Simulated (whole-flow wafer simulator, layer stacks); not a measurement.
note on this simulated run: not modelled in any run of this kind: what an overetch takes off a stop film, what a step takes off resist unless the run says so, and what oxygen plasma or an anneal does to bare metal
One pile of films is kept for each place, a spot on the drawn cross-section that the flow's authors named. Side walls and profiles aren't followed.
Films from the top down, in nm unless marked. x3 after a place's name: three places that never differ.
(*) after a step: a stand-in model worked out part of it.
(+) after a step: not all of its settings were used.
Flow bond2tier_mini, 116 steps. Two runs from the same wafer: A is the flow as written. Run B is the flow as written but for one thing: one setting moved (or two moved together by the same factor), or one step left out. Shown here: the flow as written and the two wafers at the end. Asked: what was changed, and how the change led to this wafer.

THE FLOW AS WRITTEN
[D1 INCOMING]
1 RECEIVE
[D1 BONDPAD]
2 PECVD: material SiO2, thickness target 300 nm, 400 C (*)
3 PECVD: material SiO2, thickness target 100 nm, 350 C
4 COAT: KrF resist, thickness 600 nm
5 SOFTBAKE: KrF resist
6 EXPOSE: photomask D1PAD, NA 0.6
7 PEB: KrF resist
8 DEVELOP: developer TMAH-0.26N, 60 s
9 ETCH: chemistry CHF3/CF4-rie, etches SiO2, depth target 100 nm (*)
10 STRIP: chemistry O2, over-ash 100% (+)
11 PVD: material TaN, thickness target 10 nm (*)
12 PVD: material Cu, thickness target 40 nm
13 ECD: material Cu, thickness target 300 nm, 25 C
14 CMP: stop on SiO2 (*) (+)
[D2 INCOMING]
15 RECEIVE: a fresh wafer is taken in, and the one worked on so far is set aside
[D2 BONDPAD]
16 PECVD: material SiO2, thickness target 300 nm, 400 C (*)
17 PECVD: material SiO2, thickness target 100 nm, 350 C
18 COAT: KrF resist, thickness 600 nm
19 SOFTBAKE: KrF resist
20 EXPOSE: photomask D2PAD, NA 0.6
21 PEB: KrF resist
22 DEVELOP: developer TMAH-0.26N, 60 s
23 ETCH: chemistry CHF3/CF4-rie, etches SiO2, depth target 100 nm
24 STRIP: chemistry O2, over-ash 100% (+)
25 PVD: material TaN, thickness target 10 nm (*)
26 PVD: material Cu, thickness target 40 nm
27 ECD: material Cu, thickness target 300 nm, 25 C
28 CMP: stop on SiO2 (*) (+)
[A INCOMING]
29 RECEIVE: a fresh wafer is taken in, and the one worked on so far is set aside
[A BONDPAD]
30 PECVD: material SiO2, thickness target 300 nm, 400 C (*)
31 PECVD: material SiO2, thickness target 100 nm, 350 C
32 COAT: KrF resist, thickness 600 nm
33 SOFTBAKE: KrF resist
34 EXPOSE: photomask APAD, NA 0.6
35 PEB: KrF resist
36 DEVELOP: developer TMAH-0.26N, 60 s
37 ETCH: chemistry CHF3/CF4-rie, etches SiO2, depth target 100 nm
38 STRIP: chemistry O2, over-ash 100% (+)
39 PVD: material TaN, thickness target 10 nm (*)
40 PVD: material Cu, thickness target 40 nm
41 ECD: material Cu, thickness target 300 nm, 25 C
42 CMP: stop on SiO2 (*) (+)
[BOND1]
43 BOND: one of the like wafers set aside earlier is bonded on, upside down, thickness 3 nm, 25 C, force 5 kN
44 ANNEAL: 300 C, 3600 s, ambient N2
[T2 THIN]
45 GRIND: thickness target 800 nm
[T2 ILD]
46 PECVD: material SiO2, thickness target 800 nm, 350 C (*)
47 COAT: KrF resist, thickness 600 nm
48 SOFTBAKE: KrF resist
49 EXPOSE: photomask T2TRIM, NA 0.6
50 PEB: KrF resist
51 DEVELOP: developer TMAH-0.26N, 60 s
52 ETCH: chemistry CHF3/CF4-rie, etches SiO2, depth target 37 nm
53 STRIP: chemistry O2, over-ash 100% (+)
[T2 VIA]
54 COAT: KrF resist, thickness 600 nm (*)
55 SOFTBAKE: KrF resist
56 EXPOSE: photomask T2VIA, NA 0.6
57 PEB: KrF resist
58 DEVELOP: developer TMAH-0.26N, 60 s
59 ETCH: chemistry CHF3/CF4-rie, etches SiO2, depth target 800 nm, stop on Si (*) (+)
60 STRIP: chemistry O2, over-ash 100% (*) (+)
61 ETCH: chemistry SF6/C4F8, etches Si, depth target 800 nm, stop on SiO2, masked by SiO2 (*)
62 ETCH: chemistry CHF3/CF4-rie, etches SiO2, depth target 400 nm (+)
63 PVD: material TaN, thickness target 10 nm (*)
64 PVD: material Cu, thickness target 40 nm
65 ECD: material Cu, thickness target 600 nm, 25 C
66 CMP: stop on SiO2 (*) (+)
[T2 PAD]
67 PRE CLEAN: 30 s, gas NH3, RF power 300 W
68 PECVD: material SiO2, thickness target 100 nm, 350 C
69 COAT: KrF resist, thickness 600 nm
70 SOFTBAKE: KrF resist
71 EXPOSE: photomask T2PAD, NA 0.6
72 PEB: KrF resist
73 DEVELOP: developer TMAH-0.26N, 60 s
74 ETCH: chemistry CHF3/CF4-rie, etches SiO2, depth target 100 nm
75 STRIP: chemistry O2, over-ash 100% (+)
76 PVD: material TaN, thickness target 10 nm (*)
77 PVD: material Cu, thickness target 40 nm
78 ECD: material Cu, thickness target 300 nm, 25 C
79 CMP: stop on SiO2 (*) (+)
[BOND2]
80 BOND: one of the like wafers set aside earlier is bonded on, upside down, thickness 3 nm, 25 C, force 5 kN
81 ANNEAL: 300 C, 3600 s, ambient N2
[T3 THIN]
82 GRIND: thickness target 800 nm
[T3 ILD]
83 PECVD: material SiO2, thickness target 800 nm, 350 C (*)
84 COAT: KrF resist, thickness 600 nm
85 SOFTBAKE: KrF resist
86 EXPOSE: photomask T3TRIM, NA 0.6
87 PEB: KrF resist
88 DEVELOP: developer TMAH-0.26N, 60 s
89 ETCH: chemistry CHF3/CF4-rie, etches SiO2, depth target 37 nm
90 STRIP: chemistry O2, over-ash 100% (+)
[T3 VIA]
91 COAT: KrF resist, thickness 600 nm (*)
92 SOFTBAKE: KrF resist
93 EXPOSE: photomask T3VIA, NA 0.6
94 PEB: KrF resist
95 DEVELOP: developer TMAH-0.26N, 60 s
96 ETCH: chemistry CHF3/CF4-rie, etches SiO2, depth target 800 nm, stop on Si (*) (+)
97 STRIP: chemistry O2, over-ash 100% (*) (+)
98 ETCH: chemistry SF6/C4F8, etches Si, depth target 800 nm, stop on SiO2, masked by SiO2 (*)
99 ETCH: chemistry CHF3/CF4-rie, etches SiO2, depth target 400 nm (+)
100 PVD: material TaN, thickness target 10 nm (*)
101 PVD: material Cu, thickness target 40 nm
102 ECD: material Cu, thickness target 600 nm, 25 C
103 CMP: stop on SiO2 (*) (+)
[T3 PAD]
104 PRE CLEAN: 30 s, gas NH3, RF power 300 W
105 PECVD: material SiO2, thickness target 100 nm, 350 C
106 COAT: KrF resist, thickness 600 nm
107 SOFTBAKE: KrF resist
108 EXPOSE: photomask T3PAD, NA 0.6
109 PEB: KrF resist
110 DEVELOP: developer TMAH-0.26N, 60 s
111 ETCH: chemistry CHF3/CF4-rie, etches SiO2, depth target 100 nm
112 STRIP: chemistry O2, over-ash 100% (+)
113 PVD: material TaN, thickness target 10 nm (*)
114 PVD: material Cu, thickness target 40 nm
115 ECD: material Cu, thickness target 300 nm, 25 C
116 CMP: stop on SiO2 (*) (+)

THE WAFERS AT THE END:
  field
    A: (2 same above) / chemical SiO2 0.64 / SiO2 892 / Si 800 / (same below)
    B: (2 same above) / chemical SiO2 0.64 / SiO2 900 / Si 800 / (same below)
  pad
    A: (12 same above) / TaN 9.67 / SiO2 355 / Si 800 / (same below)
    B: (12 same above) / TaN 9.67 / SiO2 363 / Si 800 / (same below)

The cause: step 61, ETCH: chemistry SF6/C4F8, etches Si, depth target 800 nm, stop on SiO2, masked by SiO2 (*), was left out.

How the change led to this, step by step:
  (no step that both runs have acts differently)
